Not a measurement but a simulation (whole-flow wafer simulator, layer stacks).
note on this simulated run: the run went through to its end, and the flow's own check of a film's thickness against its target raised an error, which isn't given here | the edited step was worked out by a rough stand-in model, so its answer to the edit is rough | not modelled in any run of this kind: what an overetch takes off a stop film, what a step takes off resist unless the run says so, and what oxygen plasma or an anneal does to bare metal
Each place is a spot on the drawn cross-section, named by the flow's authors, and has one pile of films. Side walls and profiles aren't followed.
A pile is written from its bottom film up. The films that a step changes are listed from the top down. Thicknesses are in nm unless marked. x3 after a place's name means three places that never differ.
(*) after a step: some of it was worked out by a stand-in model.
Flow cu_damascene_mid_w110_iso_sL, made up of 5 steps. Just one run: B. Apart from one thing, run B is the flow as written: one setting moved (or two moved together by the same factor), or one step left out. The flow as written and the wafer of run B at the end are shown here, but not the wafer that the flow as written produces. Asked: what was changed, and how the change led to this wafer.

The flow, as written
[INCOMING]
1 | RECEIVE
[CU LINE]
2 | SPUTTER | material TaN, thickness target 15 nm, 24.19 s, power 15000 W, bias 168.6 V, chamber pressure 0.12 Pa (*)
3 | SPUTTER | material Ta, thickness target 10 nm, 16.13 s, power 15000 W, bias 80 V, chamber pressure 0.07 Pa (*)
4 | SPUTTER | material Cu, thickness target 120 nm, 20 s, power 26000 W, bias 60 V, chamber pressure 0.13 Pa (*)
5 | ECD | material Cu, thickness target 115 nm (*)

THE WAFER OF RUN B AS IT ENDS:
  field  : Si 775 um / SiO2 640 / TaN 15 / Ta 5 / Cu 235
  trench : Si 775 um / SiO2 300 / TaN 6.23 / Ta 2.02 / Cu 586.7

The reason: step 3, SPUTTER: thickness target 5 nm was run, while the flow as written has thickness target 10 nm; step 3, SPUTTER: 8.06 s was run, where the flow has 16.13 s.
The wafer itself shows it: field has Ta 5, and step 3 as written asks for 10 nm.

Step by step, how the change led to this:
  3 | SPUTTER | material Ta, thickness target 10 nm, 16.13 s, power 15000 W, bias 80 V, chamber pressure 0.07 Pa (*)
      field: +5 Ta (new film) (as written it would have been: +10 Ta (new film))
      trench: +2.02 Ta (new film) (as written it would have been: +4.05 Ta (new film))
